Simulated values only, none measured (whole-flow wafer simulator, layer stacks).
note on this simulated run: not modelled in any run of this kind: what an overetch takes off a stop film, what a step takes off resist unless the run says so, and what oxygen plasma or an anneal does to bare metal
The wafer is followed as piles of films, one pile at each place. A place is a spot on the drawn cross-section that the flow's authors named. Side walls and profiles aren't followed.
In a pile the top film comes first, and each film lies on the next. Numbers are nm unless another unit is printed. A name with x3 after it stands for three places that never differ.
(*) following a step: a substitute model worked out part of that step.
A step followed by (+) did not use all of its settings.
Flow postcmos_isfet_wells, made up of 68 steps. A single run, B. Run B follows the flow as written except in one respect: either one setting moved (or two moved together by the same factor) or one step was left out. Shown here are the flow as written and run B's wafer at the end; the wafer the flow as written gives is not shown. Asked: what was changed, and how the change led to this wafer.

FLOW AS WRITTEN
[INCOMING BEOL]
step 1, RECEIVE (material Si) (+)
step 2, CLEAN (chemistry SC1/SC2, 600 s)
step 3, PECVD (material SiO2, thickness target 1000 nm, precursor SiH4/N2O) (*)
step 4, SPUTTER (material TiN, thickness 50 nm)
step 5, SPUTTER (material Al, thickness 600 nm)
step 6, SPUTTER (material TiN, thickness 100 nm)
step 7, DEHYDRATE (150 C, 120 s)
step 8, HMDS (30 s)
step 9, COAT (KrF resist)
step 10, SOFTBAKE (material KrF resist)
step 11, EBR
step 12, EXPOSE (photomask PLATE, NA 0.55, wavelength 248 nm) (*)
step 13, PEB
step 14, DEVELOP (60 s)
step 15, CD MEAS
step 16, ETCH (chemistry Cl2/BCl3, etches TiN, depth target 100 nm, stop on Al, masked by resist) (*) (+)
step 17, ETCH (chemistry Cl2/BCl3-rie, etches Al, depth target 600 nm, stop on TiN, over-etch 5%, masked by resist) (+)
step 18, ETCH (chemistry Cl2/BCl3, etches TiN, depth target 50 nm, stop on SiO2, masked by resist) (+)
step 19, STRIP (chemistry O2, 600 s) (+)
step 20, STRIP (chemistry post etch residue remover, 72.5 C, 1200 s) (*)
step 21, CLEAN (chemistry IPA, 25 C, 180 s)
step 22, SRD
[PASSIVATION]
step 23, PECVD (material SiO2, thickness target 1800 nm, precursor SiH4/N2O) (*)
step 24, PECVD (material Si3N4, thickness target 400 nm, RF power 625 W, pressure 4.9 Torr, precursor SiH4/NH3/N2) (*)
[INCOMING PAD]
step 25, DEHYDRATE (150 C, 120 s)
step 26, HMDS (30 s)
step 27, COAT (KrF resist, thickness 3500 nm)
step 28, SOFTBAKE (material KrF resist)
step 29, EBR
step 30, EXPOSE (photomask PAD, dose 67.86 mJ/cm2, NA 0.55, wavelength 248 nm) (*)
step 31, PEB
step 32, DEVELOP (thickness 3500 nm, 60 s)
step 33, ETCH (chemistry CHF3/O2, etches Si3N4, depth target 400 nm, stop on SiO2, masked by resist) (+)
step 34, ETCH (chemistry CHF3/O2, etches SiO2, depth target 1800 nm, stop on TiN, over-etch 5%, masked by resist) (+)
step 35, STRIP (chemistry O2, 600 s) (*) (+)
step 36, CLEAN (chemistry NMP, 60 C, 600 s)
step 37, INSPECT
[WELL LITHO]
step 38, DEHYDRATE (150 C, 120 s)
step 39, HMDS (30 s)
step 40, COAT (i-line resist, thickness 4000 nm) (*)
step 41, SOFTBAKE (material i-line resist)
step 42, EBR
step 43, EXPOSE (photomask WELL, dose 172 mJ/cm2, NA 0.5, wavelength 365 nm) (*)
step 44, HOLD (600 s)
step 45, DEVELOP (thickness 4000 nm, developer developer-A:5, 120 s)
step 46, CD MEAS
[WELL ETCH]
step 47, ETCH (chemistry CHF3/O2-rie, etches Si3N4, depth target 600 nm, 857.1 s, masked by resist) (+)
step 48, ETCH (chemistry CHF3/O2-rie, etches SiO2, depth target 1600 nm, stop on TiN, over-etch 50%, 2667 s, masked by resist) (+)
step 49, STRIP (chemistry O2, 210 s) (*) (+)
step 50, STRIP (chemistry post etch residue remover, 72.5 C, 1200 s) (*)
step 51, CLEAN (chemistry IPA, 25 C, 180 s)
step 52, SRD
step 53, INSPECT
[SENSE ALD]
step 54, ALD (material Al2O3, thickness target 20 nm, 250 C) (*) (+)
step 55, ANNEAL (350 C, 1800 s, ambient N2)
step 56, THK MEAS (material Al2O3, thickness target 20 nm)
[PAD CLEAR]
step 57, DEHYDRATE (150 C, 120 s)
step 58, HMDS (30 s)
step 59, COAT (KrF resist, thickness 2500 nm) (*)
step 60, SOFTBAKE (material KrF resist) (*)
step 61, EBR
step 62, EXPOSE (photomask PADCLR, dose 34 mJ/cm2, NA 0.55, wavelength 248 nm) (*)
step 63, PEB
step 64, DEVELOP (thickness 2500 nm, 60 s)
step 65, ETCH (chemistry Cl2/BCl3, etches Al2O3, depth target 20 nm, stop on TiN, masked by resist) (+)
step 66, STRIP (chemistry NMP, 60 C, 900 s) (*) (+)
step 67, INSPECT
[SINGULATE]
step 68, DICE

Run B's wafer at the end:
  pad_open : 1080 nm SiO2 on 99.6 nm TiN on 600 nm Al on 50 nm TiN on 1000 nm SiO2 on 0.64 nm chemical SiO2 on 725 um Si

The reason: step 34, ETCH: depth target 720 nm was run, while the flow as written has depth target 1800 nm.

The path from the change to this, step by step:
  step 34, ETCH (chemistry CHF3/O2, etches SiO2, depth target 1800 nm, stop on TiN, over-etch 5%, masked by resist) (+)
      pad_open: SiO2 loses 720 (in the flow as written it would be: SiO2 loses 1800 (all of it))
      field, margin, well900, well1300 x3, pad_rim, pad_clr: KrF resist loses 600 (in the flow as written it would be: KrF resist loses 1500)
  step 35, STRIP (chemistry O2, 600 s) (*) (+)
      field, margin, well900, well1300 x3, pad_rim, pad_clr: KrF resist loses 2538.4 (all of it) (in the flow as written it would be: KrF resist loses 1638.4 (all of it))
  step 40, COAT (i-line resist, thickness 4000 nm) (*)
      pad_clr: i-line resist gains 3605.5 (new film) (in the flow as written it would be: i-line resist gains 3256.8 (new film))
      pad_open: i-line resist gains 4414.1 (new film) (in the flow as written it would be: i-line resist gains 4804.7 (new film))
  step 41, SOFTBAKE (material i-line resist)
      pad_clr: i-line resist loses 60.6 (in the flow as written it would be: i-line resist loses 156.7)
      pad_open: i-line resist gains 62.4 (in the flow as written it would be: i-line resist gains 115.3)
  step 49, STRIP (chemistry O2, 210 s) (*) (+)
      pad_clr: i-line resist loses 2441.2 (all of it) (in the flow as written it would be: i-line resist loses 1996.5 (all of it))
      pad_open: i-line resist loses 3372.9 (all of it) (in the flow as written it would be: i-line resist loses 3816.3 (all of it))
  step 59, COAT (KrF resist, thickness 2500 nm) (*)
      pad_rim: KrF resist gains 2227.7 (new film) (in the flow as written it would be: KrF resist gains 1976.4 (new film))
      pad_clr: KrF resist gains 2068.4 (new film) (in the flow as written it would be: KrF resist gains 1691.6 (new film))
      (and at 1 other place as well)
  step 60, SOFTBAKE (material KrF resist) (*)
      pad_rim: KrF resist loses 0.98 (in the flow as written it would be: nothing)
      pad_clr: KrF resist loses 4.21 (in the flow as written it would be: KrF resist loses 9.57)
  step 64, DEVELOP (thickness 2500 nm, 60 s)
      pad_clr: KrF resist loses 2064.2 (all of it) (in the flow as written it would be: KrF resist loses 1682 (all of it))
      pad_open: KrF resist loses 2791.1 (all of it) (in the flow as written it would be: KrF resist loses 3067.2 (all of it))
  step 66, STRIP (chemistry NMP, 60 C, 900 s) (*) (+)
      pad_rim: KrF resist loses 2188 (all of it) (in the flow as written it would be: KrF resist loses 1937.7 (all of it))
